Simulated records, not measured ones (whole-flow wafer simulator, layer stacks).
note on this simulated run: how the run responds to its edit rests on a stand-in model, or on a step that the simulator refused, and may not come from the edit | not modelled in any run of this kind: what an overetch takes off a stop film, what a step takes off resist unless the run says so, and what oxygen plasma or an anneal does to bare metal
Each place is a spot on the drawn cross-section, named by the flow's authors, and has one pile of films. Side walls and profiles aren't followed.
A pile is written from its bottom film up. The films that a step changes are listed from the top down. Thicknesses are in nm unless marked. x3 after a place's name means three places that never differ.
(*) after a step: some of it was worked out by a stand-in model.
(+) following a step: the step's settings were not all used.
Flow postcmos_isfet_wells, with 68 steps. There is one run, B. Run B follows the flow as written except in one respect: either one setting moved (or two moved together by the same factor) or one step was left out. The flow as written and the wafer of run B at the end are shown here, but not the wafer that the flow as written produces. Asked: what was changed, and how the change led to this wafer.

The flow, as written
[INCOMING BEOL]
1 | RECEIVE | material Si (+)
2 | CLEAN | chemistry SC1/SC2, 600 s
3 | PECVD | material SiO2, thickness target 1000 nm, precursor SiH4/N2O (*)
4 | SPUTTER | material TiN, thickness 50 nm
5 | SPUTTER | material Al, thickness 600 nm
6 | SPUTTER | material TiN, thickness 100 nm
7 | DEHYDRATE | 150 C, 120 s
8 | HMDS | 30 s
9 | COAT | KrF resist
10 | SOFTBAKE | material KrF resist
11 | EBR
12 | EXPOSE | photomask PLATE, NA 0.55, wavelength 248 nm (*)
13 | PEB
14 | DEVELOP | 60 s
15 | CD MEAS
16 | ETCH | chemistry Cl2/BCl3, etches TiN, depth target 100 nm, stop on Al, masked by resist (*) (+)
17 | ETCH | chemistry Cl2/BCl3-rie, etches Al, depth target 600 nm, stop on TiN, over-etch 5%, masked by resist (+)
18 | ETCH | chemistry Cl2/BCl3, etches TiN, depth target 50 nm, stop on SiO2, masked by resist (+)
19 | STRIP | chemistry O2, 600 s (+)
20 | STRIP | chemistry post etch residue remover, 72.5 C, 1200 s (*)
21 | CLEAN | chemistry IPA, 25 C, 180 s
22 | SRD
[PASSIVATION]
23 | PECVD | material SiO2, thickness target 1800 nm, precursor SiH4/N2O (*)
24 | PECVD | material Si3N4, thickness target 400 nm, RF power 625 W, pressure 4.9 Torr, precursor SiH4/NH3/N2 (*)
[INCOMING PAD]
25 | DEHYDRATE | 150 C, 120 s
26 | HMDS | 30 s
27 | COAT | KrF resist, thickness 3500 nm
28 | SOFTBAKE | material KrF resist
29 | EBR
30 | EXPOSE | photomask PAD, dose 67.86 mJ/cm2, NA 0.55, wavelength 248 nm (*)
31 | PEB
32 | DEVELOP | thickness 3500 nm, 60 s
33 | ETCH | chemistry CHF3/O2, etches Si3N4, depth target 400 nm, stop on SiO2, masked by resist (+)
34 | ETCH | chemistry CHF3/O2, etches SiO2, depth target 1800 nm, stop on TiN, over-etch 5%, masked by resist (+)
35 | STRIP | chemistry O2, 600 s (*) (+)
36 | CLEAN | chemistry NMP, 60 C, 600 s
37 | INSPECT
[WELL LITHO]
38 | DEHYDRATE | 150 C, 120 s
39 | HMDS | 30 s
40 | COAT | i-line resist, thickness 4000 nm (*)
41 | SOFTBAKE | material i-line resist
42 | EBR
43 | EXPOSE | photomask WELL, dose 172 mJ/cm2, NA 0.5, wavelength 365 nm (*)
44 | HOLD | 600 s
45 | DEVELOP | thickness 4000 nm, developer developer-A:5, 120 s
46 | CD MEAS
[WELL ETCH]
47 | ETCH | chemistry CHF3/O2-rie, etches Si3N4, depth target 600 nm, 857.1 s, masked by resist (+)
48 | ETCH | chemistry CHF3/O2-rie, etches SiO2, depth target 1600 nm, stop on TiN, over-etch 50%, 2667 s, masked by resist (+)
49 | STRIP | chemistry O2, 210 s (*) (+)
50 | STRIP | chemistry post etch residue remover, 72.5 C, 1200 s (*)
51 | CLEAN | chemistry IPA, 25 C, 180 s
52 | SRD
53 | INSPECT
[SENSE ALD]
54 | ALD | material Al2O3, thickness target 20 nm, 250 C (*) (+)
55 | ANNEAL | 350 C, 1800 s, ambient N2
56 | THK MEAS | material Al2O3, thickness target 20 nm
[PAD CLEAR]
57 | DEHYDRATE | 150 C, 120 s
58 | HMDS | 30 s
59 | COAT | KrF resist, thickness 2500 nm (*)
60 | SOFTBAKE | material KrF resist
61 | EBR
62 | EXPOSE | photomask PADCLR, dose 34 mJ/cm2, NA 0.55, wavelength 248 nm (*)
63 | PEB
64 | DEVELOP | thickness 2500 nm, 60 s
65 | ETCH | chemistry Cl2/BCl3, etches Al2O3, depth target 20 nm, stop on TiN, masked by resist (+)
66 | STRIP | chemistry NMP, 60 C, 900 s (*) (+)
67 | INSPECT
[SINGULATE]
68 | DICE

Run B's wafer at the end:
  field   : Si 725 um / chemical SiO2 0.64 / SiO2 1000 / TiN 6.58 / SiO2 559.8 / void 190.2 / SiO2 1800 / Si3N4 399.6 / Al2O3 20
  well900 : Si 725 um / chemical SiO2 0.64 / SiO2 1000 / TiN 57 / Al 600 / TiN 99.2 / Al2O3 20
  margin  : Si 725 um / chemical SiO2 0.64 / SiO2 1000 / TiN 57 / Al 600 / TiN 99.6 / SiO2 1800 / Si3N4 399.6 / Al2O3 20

Cause: step 4, SPUTTER: thickness 57 nm was run, while the flow as written has thickness 50 nm.
One can read it off the wafer: well900 has TiN 57, and step 4 as written asks for 50 nm.

How this came from the change, step by step:
  4 | SPUTTER | material TiN, thickness 50 nm
      field, margin, well900, well1300 x3, pad_rim, pad_clr, pad_open: TiN gains 57 (new film) (in the flow as written it would be: TiN gains 50 (new film))
  18 | ETCH | chemistry Cl2/BCl3, etches TiN, depth target 50 nm, stop on SiO2, masked by resist (+)
      field: TiN loses 50 (in the flow as written it would be: TiN loses 50 (all of it))
  23 | PECVD | material SiO2, thickness target 1800 nm, precursor SiH4/N2O (*)
      field: SiO2 gains 1800 (new film), void gains 190.2 (new film), SiO2 gains 559.8 (new film) (in the flow as written it would be: SiO2 gains 1800 (new film), void gains 189.9 (new film), SiO2 gains 559.7)
Taking metal films that touch as one body, field has 1 body; the flow as written gives 0 bodies.
